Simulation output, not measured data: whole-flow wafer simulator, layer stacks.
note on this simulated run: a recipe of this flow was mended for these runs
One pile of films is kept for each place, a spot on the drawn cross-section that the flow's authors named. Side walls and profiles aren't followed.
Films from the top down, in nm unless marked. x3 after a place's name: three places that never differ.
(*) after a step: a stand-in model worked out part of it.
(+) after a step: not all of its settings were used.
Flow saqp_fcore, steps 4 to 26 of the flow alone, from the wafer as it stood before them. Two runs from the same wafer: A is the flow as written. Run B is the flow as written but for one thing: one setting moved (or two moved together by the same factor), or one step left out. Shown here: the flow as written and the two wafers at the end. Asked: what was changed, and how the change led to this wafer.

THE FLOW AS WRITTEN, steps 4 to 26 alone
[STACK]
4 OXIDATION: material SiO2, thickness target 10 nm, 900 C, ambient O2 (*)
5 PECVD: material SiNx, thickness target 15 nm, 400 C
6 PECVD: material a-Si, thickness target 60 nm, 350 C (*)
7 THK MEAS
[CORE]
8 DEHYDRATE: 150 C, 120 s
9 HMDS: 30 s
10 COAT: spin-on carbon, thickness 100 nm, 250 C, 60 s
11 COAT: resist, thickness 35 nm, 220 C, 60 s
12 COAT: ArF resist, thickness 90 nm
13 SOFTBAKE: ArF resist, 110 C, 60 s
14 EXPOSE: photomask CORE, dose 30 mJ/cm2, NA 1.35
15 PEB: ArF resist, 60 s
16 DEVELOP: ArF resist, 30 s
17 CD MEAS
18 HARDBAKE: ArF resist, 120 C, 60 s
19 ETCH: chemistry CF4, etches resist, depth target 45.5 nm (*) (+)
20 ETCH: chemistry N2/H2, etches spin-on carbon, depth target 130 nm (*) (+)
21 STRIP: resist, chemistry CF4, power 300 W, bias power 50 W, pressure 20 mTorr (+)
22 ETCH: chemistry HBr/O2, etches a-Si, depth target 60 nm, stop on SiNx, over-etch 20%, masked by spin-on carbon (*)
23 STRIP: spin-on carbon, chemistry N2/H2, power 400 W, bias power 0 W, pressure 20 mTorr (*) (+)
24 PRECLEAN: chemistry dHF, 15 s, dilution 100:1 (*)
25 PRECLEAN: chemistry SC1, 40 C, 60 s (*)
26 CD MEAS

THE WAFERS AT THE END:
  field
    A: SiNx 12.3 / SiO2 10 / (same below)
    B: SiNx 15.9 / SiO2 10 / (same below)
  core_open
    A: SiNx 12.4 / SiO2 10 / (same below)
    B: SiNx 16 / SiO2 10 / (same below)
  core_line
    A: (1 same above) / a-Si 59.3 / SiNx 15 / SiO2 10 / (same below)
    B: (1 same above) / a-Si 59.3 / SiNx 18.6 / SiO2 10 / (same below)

The cause: step 5, PECVD: thickness target 18.6 nm was run, where the flow has thickness target 15 nm.
It can be read off the wafer: core_line has SiNx 18.6, and step 5 as written asks for 15 nm.

How the change led to this, step by step:
  5 PECVD: material SiNx, thickness target 15 nm, 400 C
      field, core_open, core_line: A SiNx +15 (new film) | B SiNx +18.6 (new film)
